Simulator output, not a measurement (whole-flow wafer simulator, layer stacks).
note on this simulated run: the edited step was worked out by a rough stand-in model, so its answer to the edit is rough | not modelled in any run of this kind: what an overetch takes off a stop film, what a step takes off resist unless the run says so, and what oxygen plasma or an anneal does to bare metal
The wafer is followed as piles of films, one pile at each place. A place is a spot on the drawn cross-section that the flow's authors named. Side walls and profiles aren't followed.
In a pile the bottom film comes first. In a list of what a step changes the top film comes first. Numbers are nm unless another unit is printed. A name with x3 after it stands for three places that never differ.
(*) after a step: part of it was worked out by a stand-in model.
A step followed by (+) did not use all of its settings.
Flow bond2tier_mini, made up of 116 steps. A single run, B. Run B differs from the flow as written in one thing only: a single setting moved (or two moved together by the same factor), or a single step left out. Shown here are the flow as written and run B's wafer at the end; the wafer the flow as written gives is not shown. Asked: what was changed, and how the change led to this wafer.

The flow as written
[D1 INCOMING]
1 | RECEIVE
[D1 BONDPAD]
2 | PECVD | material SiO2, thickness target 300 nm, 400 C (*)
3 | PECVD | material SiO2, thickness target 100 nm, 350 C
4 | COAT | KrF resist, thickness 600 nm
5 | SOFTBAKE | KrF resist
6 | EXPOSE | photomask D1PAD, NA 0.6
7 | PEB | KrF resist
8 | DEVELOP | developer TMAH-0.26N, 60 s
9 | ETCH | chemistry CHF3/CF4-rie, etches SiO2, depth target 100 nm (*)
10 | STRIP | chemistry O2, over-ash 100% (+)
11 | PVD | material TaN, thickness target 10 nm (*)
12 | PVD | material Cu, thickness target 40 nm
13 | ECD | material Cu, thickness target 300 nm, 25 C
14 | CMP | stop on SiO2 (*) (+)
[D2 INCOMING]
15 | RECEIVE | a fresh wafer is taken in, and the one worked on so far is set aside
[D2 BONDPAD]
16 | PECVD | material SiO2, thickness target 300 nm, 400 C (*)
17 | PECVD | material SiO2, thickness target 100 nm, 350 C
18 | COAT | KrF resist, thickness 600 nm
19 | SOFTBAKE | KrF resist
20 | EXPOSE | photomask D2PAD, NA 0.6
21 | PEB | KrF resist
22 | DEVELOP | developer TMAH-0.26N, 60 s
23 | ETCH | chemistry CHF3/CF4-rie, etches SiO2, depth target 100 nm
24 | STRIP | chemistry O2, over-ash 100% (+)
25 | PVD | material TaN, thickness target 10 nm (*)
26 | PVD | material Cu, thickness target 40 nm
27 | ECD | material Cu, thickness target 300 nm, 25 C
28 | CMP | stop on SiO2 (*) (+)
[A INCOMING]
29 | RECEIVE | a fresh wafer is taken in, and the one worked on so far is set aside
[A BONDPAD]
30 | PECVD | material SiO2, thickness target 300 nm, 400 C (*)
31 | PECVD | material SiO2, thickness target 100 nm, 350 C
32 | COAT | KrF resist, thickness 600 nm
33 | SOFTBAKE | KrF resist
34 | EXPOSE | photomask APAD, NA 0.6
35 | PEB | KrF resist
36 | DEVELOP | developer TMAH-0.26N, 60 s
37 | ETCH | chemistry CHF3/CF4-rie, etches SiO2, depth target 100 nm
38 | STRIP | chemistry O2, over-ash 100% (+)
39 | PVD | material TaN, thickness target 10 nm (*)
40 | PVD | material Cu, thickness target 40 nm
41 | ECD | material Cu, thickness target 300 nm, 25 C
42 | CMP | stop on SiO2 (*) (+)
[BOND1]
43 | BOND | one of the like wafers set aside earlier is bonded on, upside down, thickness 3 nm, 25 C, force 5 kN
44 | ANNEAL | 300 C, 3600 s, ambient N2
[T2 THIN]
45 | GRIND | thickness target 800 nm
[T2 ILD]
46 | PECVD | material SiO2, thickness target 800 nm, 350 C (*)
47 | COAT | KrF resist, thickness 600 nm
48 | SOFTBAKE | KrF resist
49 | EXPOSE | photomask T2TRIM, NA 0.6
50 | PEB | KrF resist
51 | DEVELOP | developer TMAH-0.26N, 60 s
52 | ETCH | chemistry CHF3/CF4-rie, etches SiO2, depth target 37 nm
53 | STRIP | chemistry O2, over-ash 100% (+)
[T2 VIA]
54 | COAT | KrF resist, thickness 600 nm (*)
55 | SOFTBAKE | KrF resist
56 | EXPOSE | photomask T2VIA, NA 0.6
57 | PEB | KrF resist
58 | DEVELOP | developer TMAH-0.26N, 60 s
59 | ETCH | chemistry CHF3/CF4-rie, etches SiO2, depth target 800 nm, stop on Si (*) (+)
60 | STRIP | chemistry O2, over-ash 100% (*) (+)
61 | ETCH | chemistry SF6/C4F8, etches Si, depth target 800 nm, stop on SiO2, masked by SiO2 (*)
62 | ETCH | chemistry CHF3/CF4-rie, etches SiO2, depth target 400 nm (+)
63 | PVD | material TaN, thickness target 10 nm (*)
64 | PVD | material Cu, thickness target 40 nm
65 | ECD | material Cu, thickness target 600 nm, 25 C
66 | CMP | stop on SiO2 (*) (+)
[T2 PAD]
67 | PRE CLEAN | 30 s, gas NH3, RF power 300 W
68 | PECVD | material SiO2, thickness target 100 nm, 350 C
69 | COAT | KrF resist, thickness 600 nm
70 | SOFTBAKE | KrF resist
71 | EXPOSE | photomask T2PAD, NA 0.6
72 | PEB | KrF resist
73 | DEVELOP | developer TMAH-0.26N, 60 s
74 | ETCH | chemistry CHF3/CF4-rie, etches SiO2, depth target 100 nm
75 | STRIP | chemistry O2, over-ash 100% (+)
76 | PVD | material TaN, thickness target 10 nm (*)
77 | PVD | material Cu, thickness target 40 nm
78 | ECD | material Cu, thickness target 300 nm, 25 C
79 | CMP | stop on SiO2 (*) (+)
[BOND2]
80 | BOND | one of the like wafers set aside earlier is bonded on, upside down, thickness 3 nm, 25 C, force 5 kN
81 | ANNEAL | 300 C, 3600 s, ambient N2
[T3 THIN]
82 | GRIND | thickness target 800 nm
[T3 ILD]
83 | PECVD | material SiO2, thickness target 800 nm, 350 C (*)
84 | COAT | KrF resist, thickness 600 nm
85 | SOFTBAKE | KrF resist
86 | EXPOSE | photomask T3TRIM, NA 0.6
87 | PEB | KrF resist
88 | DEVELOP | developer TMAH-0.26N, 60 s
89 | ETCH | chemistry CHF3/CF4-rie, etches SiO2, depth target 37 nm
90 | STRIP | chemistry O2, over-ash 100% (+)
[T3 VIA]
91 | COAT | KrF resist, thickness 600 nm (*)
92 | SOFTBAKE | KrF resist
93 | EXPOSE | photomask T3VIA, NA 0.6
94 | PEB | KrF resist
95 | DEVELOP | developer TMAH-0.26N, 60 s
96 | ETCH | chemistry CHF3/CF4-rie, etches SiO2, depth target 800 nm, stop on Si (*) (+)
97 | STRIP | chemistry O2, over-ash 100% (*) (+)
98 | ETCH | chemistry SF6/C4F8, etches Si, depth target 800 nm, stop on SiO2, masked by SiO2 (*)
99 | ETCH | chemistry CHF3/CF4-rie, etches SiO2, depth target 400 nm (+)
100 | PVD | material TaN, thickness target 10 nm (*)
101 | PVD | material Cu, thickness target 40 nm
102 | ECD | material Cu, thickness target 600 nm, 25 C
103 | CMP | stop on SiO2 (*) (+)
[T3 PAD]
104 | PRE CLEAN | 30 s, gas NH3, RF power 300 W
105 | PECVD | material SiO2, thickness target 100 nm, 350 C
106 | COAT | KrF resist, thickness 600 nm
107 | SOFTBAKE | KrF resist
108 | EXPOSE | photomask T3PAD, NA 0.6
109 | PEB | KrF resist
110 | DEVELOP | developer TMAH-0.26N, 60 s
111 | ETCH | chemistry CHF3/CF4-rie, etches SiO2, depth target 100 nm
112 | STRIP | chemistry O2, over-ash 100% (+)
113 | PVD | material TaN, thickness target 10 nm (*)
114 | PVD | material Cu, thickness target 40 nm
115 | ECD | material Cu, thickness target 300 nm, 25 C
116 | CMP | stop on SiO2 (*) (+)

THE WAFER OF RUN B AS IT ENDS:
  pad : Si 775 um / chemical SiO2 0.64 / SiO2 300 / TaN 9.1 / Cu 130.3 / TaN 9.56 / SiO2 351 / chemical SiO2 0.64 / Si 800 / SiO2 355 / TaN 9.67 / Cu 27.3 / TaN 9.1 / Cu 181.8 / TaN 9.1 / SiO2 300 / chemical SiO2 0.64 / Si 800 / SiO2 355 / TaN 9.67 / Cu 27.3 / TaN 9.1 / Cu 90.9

The reason: step 9, ETCH: depth target 49 nm was run, whereas the flow has depth target 100 nm.

The path from the change to this, step by step:
  9 | ETCH | chemistry CHF3/CF4-rie, etches SiO2, depth target 100 nm (*)
      pad, via: -49 SiO2 (in the flow as written it would be: -100 SiO2)
      field: -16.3 KrF resist (in the flow as written it would be: -33.3 KrF resist)
  10 | STRIP | chemistry O2, over-ash 100% (+)
      field: -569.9 KrF resist (all of it) (in the flow as written it would be: -552.9 KrF resist (all of it))
  12 | PVD | material Cu, thickness target 40 nm
      pad: +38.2 Cu (new film) (in the flow as written it would be: +36.4 Cu (new film))
  13 | ECD | material Cu, thickness target 300 nm, 25 C
      pad: +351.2 Cu (in the flow as written it would be: +404.5 Cu)
      via: +349 Cu (in the flow as written it would be: +400.2 Cu)
  43 | BOND | one of the like wafers set aside earlier is bonded on, upside down, thickness 3 nm, 25 C, force 5 kN
      pad: +775 um Si (new film), +0.64 chemical SiO2 (new film), +351 SiO2 (new film), +9.56 TaN (new film), +39.4 Cu (in the flow as written it would be: +775 um Si (new film), +0.64 chemical SiO2 (new film), +300 SiO2 (new film), +9.1 TaN (new film), +90.9 Cu)
      via: +775 um Si (new film), +0.64 chemical SiO2 (new film), +351 SiO2 (new film), +10 TaN (new film), +39 Cu (in the flow as written it would be: +775 um Si (new film), +0.64 chemical SiO2 (new film), +300 SiO2 (new film), +9.97 TaN (new film), +90 Cu)
